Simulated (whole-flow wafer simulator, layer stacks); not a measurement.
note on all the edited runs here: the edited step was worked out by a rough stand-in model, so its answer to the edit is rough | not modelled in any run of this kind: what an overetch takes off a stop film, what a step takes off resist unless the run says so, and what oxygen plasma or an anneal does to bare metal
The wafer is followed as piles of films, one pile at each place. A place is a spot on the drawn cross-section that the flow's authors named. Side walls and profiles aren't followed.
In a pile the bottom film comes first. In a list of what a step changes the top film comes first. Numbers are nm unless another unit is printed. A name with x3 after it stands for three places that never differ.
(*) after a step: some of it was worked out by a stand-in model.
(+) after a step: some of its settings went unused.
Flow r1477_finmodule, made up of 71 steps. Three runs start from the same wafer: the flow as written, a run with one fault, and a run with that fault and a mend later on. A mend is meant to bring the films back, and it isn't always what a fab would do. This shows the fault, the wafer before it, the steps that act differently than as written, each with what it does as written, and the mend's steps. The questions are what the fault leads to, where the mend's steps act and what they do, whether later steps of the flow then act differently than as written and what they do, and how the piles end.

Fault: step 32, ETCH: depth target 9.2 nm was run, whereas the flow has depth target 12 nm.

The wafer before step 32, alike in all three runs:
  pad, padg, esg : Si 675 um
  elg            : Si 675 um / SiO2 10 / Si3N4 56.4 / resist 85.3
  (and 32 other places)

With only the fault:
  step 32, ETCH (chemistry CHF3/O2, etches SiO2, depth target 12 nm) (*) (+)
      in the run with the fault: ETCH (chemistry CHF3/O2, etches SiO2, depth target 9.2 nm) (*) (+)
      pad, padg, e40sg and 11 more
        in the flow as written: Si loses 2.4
        in the run with the fault: Si loses 1.84
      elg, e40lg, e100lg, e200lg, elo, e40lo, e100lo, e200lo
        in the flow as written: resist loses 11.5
        in the run with the fault: resist loses 8.82
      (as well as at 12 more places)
  Steps later in the flow that act otherwise than as written (5 more steps, not shown, differ only slightly: by at most 2% or 0.5 nm, whichever is larger):
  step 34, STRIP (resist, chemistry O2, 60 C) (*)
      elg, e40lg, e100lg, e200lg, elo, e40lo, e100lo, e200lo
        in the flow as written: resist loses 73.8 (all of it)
        in the run with the fault: resist loses 76.4 (all of it)
  At the end the piles are close to the flow's at the places that both follow, differing by at most 2% or 0.5 nm, whichever is larger.

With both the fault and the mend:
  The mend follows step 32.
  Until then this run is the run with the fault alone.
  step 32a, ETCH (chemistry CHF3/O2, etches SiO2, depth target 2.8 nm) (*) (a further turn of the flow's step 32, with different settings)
      pad, padg, e40sg and 11 more
        Si loses 0.56
      elg, e40lg, e100lg, e200lg, elo, e40lo, e100lo, e200lo
        resist loses 2.68
      s40sg_line, s45sg_line, s50sg_line, s40so_line, s45so_line, s50so_line
        SiO2 loses 2.8
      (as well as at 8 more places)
  Every later step of the flow that is run acts as written, at every place that is followed, to within 2% or 0.5 nm, whichever is larger.
  At the end the piles are close to the flow's at the places that both follow, differing by at most 2% or 0.5 nm, whichever is larger.
